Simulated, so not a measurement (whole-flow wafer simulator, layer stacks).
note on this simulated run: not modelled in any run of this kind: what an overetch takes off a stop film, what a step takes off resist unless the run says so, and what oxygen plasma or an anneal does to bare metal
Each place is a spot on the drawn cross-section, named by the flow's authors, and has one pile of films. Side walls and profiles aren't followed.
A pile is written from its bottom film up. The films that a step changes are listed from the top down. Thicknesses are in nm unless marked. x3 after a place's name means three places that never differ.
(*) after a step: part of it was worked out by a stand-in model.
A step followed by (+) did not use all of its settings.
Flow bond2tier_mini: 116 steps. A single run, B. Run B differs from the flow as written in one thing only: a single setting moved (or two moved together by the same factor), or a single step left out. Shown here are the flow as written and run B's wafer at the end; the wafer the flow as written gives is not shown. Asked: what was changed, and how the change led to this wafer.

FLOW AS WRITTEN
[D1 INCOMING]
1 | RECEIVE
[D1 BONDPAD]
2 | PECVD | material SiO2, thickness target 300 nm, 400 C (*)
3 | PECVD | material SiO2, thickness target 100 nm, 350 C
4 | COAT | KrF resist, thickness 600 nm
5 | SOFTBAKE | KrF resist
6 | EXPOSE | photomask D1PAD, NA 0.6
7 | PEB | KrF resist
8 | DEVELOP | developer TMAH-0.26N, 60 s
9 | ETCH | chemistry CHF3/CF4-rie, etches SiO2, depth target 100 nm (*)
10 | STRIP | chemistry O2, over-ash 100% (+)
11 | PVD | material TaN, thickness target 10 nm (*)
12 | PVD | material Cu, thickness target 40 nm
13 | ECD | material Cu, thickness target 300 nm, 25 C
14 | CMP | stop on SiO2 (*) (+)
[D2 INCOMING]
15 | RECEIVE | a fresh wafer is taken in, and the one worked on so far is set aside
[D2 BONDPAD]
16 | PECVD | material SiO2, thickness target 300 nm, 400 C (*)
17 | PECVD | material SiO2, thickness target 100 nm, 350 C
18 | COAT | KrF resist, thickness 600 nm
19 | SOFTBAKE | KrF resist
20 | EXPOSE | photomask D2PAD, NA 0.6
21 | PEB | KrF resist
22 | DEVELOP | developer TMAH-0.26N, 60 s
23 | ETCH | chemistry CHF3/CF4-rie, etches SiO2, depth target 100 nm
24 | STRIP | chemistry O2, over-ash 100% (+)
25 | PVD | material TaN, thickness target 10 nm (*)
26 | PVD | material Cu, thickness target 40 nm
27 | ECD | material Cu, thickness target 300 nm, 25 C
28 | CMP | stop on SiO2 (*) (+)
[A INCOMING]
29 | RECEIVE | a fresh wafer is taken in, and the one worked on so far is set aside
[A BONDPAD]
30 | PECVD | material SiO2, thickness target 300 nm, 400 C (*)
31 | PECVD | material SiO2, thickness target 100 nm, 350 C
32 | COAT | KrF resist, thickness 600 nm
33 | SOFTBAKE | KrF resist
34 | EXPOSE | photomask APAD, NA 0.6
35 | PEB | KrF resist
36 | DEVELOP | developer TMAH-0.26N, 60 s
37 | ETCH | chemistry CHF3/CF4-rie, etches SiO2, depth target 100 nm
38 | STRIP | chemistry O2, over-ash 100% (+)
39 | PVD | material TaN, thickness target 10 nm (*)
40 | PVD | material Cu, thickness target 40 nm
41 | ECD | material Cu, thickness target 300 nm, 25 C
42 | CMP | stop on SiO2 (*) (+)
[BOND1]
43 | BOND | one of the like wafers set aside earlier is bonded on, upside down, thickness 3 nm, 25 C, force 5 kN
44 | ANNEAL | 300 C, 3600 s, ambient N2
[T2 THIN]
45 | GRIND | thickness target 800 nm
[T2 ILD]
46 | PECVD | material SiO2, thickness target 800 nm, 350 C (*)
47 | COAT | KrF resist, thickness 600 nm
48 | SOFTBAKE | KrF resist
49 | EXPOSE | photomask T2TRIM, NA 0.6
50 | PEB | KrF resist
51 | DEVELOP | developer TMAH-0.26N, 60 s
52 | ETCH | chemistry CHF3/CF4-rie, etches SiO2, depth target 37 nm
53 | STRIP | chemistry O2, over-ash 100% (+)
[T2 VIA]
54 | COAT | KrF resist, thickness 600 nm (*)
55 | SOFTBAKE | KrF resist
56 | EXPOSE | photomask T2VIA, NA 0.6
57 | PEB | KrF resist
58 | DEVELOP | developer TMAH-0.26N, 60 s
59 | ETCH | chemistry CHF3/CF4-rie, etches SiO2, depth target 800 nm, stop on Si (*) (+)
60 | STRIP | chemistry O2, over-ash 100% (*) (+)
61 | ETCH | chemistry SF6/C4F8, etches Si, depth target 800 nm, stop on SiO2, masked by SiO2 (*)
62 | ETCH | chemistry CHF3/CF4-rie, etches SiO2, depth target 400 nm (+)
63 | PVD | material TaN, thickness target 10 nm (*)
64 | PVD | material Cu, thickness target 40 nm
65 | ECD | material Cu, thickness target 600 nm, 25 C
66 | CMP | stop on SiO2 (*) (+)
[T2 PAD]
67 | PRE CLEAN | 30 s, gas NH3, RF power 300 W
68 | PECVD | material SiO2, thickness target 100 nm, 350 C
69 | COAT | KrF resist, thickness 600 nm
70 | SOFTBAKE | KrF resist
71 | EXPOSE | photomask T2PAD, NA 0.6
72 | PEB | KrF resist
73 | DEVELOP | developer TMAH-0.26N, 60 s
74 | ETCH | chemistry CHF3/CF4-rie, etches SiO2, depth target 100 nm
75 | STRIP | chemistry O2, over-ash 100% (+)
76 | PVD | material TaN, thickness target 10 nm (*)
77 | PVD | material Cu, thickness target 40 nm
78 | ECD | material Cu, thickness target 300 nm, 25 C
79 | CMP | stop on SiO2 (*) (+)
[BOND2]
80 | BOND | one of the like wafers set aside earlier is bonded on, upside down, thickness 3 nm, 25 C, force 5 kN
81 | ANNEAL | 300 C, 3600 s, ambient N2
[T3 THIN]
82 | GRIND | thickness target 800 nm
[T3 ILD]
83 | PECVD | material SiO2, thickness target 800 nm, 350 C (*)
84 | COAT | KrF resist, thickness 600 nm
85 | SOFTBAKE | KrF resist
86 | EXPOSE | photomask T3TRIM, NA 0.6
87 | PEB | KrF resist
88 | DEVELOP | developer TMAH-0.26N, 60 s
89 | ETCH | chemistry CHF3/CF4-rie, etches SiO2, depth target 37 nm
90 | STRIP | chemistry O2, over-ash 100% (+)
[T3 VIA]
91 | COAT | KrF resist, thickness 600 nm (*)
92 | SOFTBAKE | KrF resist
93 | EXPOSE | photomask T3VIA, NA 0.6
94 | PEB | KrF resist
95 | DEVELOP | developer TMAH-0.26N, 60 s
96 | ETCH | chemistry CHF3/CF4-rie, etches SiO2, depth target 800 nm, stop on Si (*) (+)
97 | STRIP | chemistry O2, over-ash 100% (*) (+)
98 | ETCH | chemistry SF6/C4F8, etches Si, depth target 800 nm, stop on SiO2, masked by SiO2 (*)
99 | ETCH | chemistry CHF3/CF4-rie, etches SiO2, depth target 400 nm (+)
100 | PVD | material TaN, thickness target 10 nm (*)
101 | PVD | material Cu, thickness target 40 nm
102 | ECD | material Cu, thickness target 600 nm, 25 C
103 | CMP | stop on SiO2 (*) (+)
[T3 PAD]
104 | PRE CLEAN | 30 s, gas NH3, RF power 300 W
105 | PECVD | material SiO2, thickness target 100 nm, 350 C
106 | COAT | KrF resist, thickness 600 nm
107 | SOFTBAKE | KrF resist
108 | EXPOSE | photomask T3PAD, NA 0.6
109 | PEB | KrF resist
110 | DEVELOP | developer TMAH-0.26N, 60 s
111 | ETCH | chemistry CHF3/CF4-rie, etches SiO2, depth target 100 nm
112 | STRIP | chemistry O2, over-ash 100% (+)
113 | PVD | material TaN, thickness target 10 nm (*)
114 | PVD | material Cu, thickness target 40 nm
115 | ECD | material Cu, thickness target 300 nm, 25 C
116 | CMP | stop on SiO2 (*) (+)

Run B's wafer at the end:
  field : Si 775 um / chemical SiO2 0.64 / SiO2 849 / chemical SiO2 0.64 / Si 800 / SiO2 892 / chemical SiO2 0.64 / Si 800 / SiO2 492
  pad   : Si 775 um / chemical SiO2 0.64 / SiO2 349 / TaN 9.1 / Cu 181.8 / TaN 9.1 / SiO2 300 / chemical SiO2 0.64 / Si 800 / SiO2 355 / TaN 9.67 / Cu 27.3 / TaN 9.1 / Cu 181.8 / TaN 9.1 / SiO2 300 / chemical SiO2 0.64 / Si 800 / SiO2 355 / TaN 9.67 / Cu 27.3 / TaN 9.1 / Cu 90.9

What caused this: step 31, PECVD: thickness target 149 nm was run, while the flow as written has thickness target 100 nm.

The path from the change to this, step by step:
  31 | PECVD | material SiO2, thickness target 100 nm, 350 C
      field, pad, via: +149 SiO2 (as written it would have been: +100 SiO2)
